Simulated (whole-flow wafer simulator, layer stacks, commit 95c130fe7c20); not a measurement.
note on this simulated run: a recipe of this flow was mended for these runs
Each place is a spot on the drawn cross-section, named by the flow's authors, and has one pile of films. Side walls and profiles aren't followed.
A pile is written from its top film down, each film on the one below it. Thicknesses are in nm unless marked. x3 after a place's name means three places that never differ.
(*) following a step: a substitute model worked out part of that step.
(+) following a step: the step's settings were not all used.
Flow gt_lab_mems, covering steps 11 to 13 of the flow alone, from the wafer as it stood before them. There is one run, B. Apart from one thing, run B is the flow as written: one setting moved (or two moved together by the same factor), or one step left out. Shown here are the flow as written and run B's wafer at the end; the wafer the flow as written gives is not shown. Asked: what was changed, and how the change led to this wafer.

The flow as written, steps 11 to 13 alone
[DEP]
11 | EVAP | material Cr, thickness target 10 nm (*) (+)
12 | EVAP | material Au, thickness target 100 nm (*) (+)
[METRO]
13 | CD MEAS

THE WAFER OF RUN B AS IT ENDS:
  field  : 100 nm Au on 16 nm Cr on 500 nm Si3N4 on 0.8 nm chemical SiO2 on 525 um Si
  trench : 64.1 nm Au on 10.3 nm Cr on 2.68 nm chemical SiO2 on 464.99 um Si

The reason: step 11, EVAP: thickness target 16 nm was run, though the flow has thickness target 10 nm.
One can read it off the wafer: field has Cr 16, and step 11 as written asks for 10 nm.

Step by step, how the change led to this:
  11 | EVAP | material Cr, thickness target 10 nm (*) (+)
      field: +16 Cr (new film) (as written it would have been: +10 Cr (new film))
      trench: +10.3 Cr (new film) (as written it would have been: +6.45 Cr (new film))
